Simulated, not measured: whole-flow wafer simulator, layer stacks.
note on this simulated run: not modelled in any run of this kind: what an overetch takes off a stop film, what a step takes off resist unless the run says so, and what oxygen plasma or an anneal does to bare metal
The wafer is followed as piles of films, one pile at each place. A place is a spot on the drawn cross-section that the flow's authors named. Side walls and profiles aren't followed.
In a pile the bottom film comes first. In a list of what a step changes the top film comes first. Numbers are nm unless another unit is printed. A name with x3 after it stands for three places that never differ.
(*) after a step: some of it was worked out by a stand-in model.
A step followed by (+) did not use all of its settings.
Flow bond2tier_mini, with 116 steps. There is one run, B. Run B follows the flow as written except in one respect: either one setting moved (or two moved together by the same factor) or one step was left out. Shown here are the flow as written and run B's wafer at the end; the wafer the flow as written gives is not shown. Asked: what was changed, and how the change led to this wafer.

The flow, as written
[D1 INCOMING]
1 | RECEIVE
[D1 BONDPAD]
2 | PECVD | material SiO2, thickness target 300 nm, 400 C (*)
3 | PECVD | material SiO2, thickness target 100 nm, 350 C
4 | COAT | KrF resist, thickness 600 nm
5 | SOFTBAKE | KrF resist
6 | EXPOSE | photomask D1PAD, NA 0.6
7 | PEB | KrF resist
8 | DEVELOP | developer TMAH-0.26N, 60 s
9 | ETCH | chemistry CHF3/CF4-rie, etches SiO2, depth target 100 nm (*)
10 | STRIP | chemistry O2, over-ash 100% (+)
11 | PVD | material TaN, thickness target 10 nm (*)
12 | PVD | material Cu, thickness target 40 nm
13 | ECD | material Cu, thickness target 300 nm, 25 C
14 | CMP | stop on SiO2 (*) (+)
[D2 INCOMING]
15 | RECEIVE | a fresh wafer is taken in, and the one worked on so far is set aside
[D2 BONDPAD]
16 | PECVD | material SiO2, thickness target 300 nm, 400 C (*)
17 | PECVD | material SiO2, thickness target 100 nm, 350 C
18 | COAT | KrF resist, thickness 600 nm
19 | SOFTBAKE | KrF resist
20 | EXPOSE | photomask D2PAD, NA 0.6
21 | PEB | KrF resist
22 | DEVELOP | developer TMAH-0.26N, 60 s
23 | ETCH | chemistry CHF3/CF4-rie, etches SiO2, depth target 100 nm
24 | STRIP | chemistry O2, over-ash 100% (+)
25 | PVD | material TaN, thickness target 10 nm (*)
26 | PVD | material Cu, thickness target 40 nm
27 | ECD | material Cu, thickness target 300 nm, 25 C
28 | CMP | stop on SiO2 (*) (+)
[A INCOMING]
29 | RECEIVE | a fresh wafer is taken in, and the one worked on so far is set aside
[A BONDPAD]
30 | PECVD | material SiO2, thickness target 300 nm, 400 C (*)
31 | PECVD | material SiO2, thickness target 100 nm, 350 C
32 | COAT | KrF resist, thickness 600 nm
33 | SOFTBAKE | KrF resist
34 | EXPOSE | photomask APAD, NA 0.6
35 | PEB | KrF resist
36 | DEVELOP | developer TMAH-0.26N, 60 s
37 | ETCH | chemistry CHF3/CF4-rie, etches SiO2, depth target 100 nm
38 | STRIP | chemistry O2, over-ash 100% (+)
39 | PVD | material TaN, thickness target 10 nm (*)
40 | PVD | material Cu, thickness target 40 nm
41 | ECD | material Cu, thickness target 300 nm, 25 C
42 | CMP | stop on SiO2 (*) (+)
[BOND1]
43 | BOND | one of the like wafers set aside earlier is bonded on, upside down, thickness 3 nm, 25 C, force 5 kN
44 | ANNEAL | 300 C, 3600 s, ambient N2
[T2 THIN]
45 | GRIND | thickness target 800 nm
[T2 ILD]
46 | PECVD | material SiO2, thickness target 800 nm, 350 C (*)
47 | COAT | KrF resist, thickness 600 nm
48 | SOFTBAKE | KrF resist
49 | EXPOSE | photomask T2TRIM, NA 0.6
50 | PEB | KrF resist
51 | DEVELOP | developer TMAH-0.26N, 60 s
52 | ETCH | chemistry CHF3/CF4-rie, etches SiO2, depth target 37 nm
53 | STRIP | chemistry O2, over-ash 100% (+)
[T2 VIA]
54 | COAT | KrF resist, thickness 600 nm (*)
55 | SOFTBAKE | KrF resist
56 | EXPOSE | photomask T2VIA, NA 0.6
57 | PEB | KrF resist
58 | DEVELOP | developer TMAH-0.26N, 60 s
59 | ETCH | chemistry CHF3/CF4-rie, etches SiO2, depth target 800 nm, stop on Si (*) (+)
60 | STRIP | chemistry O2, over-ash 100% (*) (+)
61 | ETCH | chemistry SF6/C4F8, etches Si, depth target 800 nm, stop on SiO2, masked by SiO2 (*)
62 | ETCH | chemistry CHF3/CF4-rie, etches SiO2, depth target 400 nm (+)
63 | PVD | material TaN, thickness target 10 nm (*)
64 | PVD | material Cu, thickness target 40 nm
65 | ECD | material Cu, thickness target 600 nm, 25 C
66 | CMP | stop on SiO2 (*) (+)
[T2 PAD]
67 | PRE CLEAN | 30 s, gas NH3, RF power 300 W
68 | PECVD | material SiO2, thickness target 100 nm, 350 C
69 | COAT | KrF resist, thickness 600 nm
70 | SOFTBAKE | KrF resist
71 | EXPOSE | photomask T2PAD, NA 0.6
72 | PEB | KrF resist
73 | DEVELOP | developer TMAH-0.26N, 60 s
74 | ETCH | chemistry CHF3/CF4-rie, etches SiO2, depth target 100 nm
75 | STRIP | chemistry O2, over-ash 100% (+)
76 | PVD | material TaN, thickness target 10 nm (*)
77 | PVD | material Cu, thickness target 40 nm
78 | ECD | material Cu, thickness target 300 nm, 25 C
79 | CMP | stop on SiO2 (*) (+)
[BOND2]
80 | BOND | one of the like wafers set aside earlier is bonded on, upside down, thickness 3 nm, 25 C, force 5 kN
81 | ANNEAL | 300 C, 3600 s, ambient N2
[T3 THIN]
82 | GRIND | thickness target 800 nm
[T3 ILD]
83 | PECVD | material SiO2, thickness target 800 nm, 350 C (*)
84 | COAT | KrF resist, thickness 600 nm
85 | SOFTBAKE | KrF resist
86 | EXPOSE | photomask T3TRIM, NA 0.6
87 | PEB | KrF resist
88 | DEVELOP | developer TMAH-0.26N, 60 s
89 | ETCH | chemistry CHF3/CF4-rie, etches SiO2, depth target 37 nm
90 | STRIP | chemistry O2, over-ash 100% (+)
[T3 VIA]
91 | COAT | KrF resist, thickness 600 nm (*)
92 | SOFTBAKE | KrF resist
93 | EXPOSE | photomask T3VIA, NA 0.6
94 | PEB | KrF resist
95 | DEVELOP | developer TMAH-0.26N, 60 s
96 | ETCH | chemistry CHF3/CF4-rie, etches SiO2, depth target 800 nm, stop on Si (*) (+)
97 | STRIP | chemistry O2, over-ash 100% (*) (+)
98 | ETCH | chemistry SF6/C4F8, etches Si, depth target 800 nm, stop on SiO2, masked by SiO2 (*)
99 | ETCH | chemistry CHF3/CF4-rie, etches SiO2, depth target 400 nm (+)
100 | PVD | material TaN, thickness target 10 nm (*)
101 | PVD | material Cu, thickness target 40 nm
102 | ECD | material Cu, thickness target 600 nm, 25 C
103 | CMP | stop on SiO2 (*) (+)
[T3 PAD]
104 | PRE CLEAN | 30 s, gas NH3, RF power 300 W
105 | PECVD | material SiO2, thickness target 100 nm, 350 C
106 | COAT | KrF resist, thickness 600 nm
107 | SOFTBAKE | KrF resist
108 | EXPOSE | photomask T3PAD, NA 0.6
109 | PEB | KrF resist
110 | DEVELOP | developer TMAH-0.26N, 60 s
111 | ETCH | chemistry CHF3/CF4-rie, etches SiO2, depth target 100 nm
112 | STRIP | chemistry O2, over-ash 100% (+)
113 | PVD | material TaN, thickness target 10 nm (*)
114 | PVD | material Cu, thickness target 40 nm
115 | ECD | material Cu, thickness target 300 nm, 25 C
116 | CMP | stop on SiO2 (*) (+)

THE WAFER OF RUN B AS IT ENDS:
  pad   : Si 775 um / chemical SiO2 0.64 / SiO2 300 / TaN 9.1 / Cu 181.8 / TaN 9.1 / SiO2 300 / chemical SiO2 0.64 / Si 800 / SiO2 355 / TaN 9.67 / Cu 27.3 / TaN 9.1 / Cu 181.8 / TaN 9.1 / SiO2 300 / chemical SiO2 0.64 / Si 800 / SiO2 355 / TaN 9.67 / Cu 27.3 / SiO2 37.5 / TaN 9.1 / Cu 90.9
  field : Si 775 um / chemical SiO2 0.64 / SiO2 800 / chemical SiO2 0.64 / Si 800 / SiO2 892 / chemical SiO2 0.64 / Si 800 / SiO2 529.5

The reason: step 105, PECVD: thickness target 137.5 nm was run, though the flow has thickness target 100 nm.

How this came from the change, step by step:
  105 | PECVD | material SiO2, thickness target 100 nm, 350 C
      field: SiO2 gains 137.5 (it would be, as written: SiO2 gains 100)
      pad: SiO2 gains 137.5 (new film) (it would be, as written: SiO2 gains 100 (new film))
  111 | ETCH | chemistry CHF3/CF4-rie, etches SiO2, depth target 100 nm
      pad: SiO2 loses 100 (it would be, as written: SiO2 loses 100 (all of it))
With metal films that touch counted as one body, pad has 4 bodies (between them, from the top down: SiO2 37.5; SiO2 355 / Si 800 / chemical SiO2 0.64 / SiO2 300; SiO2 355 / Si 800 / chemical SiO2 0.64 / SiO2 300); the flow as written gives 3 bodies (between them, from the top down: SiO2 355 / Si 800 / chemical SiO2 0.64 / SiO2 300; SiO2 355 / Si 800 / chemical SiO2 0.64 / SiO2 300).
